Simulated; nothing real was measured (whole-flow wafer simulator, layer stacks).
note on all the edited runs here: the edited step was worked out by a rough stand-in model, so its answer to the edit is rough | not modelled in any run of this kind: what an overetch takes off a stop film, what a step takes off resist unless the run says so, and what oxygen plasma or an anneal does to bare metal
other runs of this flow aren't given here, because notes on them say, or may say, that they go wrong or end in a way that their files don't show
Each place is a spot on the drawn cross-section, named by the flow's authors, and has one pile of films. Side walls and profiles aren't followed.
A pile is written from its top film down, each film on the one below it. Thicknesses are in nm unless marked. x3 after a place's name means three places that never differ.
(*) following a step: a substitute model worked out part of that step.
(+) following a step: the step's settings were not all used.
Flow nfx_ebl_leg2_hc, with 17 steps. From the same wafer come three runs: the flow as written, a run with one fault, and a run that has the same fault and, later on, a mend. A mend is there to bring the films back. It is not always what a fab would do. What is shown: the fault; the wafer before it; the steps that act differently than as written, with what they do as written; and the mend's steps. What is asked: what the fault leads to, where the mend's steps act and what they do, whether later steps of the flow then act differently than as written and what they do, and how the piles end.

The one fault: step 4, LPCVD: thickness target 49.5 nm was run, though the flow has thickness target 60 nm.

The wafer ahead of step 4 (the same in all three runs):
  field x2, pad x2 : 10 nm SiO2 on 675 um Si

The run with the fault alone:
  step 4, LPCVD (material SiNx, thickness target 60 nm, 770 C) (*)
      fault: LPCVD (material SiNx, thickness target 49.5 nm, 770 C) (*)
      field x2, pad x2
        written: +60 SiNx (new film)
        fault: +49.5 SiNx (new film)
  Steps further on in the flow that do not act as written:
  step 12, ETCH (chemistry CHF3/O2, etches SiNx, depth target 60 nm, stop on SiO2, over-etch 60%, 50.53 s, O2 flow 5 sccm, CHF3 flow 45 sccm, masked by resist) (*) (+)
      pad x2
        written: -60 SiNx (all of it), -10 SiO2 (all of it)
        fault: -49.5 SiNx (all of it), -10 SiO2 (all of it)
  By the end, the piles at field x2 depart from the flow's by more than 2% or 0.5 nm, whichever is larger.
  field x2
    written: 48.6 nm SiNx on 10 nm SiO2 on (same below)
    fault: 38.1 nm SiNx on 10 nm SiO2 on (same below)

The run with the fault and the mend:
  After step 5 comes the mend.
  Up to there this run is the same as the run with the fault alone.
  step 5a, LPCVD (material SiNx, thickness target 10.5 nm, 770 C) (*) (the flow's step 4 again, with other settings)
      field x2, pad x2
        +10.5 SiNx
  Later steps of the flow that are run all act as written at every place that is followed.
  The piles end the same as the flow's at every place that both follow.
